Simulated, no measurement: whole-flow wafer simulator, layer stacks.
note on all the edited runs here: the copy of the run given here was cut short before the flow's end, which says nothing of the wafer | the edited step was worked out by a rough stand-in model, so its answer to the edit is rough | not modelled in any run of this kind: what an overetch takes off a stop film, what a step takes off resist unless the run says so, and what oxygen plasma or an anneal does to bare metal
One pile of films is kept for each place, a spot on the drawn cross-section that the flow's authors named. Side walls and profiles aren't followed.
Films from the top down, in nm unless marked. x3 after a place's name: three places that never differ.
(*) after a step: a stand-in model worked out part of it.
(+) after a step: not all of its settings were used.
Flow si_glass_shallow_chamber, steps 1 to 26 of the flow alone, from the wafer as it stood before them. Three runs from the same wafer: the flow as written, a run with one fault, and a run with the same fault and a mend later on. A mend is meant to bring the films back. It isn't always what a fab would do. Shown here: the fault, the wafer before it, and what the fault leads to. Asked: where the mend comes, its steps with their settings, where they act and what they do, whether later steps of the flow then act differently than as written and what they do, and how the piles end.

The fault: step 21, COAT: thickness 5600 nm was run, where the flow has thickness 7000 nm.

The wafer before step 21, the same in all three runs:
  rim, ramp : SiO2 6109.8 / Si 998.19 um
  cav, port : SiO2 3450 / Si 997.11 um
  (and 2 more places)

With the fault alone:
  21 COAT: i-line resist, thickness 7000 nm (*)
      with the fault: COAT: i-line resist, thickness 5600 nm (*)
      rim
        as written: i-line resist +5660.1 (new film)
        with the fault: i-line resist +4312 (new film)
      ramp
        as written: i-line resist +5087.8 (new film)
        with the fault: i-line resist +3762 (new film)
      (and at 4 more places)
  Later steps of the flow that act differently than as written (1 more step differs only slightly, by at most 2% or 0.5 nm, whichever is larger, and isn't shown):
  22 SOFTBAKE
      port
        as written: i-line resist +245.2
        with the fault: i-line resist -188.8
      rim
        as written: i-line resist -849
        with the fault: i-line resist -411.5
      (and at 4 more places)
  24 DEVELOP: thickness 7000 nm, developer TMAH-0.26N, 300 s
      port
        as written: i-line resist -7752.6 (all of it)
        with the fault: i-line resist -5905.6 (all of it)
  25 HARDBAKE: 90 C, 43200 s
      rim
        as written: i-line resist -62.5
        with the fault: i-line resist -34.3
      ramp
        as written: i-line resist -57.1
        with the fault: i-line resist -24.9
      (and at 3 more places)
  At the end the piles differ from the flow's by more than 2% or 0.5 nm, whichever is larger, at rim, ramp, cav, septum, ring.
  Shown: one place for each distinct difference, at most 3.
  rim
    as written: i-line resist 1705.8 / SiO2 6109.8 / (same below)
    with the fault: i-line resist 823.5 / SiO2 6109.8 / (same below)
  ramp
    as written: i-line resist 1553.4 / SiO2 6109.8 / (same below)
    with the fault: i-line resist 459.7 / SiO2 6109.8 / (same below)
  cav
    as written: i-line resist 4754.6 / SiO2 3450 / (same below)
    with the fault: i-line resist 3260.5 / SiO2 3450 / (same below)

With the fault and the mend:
  The mend comes after step 25.
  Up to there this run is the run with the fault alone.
  25a STRIP: chemistry O2, 1800 s (+)
      rim
        i-line resist -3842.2 (all of it)
      ramp
        i-line resist -3478.4 (all of it)
      cav
        i-line resist -6279.2 (all of it)
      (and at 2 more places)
  25b DEHYDRATE: 150 C, 120 s (the flow's step 19 once more)
      changes no film at any place that is followed
  25c HMDS: 90 s (the flow's step 20 once more)
      changes no film at any place that is followed
  25d COAT: i-line resist, thickness 7000 nm (*) (the flow's step 21 once more)
      rim
        i-line resist +5660.1 (new film)
      ramp
        i-line resist +5087.8 (new film)
      cav
        i-line resist +7637.2 (new film)
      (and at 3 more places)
  25e SOFTBAKE (the flow's step 22 once more)
      rim
        i-line resist -849
      ramp
        i-line resist -434.5
      cav
        i-line resist +373.7
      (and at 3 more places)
  25f EXPOSE: photomask PORT, dose 600 mJ/cm2, wavelength 365 nm (*) (the flow's step 23 once more)
      changes no film at any place that is followed
  25g DEVELOP: developer TMAH-0.26N, 300 s (the flow's step 24 once more, with other settings)
      rim, ramp, cav, septum, ring
        i-line resist -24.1
      port
        i-line resist -7752.6 (all of it)
  25h HARDBAKE: 90 C, 43200 s (the flow's step 25 once more)
      rim
        i-line resist -62.5
      ramp
        i-line resist -57.1
      cav
        i-line resist -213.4
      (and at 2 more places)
  No later step of the flow acts differently than as written at any place that is followed.
  At the end the piles are the same as the flow's at every place that both follow.
